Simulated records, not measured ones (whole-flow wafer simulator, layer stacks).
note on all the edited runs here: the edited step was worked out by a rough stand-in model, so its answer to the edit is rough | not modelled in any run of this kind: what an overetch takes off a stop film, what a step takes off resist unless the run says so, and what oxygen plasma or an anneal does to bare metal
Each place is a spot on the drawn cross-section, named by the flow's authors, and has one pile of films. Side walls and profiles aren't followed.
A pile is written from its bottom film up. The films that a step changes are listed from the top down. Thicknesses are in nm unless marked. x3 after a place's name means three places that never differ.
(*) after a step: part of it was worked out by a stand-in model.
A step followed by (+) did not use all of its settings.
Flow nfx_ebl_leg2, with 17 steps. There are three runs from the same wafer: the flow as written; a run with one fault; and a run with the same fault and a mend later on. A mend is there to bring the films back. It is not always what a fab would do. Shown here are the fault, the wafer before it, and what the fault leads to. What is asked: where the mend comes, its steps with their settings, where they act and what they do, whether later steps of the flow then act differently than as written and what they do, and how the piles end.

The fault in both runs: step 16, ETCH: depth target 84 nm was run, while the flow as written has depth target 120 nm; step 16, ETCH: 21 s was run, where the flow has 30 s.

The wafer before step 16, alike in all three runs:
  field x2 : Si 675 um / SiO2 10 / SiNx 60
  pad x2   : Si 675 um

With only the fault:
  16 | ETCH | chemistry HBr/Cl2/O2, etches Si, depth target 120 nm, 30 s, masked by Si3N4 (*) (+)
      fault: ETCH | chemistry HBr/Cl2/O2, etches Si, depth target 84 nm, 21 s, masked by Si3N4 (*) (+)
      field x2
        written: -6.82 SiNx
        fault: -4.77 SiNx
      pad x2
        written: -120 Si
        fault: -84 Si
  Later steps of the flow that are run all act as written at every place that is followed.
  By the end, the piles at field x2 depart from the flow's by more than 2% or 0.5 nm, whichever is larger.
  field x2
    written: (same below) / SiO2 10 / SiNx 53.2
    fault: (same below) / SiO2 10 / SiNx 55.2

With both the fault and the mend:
  The mend stands after step 17.
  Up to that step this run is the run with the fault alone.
  17a | ETCH | chemistry HBr/Cl2/O2, etches Si, depth target 36 nm, 9 s, masked by Si3N4 (*) (+) (the flow's step 16 again, with other settings)
      field x2
        -2.05 SiNx
      pad x2
        -36 Si
  Later steps of the flow that are run all act as written at every place that is followed.
  By the end, the piles equal the flow's at every place that both follow.
